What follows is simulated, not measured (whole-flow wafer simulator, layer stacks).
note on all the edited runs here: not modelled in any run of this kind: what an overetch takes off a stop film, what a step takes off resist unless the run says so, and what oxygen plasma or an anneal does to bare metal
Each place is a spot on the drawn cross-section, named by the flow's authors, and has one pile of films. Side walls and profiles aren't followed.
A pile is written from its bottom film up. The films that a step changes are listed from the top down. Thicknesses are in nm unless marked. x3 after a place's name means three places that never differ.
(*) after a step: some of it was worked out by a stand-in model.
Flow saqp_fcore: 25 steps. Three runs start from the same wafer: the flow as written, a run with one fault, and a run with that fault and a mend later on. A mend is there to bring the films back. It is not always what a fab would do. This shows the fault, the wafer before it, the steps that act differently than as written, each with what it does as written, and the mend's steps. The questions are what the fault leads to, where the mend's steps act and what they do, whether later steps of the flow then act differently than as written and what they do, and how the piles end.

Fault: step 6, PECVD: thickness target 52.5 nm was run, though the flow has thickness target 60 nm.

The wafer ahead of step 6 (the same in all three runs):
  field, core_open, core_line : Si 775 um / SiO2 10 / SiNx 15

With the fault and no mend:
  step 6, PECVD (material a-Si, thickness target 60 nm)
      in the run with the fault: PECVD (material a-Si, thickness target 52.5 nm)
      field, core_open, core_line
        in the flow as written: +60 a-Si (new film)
        in the run with the fault: +52.5 a-Si (new film)
  Steps later in the flow that act otherwise than as written (1 more step, not shown, differs only slightly: by at most 2% or 0.5 nm, whichever is larger):
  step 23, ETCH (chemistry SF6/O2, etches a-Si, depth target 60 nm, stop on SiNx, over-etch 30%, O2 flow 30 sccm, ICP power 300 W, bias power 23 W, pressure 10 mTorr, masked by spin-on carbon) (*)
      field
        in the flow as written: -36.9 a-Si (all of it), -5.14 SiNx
        in the run with the fault: -29.4 a-Si (all of it), -6.08 SiNx
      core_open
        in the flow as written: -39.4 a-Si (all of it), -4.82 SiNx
        in the run with the fault: -31.9 a-Si (all of it), -5.76 SiNx
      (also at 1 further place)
  By the end, the piles at field, core_open, core_line depart from the flow's by more than 2% or 0.5 nm, whichever is larger.
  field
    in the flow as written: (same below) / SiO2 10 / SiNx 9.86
    in the run with the fault: (same below) / SiO2 10 / SiNx 8.92
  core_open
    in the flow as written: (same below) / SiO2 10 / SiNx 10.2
    in the run with the fault: (same below) / SiO2 10 / SiNx 9.24
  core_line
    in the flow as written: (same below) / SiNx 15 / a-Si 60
    in the run with the fault: (same below) / SiNx 15 / a-Si 52.5

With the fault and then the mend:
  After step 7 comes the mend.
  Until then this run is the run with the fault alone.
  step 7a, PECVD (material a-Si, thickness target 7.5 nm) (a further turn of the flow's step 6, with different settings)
      field, core_open, core_line
        +7.5 a-Si
  Later steps of the flow that are run all act as written at every place that is followed.
  The piles end the same as the flow's at every place that both follow.
